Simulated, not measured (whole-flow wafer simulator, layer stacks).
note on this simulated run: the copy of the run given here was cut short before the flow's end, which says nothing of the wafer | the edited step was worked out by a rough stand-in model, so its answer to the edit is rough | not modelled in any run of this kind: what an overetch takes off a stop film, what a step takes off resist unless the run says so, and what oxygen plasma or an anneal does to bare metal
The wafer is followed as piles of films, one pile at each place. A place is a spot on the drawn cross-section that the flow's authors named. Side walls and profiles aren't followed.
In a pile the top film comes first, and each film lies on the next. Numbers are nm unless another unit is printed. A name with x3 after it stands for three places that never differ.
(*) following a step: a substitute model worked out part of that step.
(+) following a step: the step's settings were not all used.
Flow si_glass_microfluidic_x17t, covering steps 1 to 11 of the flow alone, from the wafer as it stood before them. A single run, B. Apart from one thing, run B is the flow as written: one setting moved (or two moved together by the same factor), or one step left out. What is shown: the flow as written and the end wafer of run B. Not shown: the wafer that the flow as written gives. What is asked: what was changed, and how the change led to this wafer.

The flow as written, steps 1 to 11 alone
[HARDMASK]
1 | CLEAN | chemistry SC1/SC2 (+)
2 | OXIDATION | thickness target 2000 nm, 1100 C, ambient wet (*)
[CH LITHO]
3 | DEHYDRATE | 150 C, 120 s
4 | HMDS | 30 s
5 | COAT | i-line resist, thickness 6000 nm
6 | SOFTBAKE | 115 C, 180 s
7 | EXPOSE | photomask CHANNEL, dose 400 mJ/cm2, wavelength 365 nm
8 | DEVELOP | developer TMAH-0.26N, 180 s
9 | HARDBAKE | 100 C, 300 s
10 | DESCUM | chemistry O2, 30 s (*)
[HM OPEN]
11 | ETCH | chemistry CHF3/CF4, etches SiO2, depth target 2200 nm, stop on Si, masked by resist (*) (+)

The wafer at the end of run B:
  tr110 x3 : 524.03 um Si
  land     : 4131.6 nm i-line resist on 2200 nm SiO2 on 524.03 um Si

The reason: step 2, OXIDATION: thickness target 2200 nm was run, while the flow as written has thickness target 2000 nm.
One can read it off the wafer: land has SiO2 2200, and step 2 as written asks for 2000 nm.

The path from the change to this, step by step:
  2 | OXIDATION | thickness target 2000 nm, 1100 C, ambient wet (*)
      land, tr110 x3: SiO2 gains 2200 (new film), chemical SiO2 loses 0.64 (all of it), Si loses 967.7 (in the flow as written it would be: SiO2 gains 2000 (new film), chemical SiO2 loses 0.64 (all of it), Si loses 879.7)
  11 | ETCH | chemistry CHF3/CF4, etches SiO2, depth target 2200 nm, stop on Si, masked by resist (*) (+)
      tr110 x3: SiO2 loses 2200 (all of it) (in the flow as written it would be: SiO2 loses 2000 (all of it))
